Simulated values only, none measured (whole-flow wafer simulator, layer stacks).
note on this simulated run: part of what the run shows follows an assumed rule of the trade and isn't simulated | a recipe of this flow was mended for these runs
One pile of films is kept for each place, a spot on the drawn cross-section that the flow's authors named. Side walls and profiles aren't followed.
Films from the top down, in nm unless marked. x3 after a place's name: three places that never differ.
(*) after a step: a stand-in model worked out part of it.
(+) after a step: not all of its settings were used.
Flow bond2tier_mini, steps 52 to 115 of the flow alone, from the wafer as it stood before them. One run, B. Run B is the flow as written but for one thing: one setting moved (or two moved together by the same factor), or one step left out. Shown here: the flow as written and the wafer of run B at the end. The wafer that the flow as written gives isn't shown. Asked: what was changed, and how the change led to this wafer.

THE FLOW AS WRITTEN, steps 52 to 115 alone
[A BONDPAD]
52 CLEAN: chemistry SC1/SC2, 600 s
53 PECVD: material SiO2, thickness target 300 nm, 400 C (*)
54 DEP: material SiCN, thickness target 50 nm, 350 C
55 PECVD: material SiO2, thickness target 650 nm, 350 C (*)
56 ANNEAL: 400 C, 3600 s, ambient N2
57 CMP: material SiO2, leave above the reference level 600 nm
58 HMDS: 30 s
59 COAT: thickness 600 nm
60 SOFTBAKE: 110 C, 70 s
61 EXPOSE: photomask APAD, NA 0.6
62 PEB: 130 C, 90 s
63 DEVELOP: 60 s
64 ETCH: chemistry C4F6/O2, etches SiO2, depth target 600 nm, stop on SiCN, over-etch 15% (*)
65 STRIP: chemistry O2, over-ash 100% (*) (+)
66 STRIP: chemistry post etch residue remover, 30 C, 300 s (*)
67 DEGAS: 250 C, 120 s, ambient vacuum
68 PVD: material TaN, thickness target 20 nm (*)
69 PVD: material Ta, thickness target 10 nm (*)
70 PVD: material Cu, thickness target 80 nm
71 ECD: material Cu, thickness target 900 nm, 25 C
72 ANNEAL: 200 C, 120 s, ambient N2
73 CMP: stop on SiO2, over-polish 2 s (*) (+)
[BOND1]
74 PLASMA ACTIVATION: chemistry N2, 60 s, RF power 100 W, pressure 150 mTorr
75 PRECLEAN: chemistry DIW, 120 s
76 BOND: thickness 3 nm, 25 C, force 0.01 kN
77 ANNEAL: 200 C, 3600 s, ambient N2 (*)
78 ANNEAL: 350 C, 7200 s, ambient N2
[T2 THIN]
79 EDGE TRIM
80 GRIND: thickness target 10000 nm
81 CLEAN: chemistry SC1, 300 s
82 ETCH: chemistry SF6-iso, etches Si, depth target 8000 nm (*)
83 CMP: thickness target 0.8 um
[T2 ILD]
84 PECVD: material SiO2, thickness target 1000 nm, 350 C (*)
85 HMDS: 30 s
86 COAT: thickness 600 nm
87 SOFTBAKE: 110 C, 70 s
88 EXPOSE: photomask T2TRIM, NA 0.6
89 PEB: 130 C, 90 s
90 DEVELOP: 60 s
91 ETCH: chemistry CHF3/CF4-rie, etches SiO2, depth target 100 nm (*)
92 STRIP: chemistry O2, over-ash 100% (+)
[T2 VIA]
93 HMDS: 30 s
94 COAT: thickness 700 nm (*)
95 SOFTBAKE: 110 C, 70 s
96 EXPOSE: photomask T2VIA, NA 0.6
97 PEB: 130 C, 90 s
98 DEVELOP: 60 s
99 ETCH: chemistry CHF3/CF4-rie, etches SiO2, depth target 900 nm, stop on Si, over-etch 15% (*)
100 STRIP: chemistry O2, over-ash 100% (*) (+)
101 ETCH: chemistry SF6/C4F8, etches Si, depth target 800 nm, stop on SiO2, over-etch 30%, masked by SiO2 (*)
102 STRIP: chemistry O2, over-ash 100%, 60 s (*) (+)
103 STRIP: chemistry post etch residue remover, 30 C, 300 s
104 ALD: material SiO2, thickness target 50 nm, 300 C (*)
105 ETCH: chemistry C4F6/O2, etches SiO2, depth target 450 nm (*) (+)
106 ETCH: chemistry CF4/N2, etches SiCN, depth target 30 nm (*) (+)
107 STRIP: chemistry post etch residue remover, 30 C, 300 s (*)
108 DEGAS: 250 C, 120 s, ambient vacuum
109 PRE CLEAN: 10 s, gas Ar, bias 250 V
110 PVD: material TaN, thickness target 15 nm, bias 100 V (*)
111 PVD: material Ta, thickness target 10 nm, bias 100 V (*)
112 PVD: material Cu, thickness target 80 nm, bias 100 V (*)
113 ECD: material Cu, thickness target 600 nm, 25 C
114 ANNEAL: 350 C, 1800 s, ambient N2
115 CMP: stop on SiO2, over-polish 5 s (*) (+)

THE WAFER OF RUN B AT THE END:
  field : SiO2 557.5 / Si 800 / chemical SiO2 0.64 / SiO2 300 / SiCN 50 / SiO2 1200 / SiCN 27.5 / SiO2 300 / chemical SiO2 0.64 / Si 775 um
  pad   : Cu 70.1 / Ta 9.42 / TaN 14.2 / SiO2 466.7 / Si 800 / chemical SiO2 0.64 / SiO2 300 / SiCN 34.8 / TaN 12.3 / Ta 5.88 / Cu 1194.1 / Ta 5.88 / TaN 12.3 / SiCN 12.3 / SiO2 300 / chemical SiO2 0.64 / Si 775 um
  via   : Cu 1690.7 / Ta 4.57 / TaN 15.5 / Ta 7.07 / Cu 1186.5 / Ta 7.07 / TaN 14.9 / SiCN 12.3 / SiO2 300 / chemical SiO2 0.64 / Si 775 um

The cause: step 54, DEP: thickness target 27.5 nm was run, where the flow has thickness target 50 nm.
It can be read off the wafer: field has SiCN 27.5, and step 54 as written asks for 50 nm.

How the change led to this, step by step:
  54 DEP: material SiCN, thickness target 50 nm, 350 C
      field, pad, via: SiCN +27.5 (new film) (as written it would be: SiCN +50 (new film))
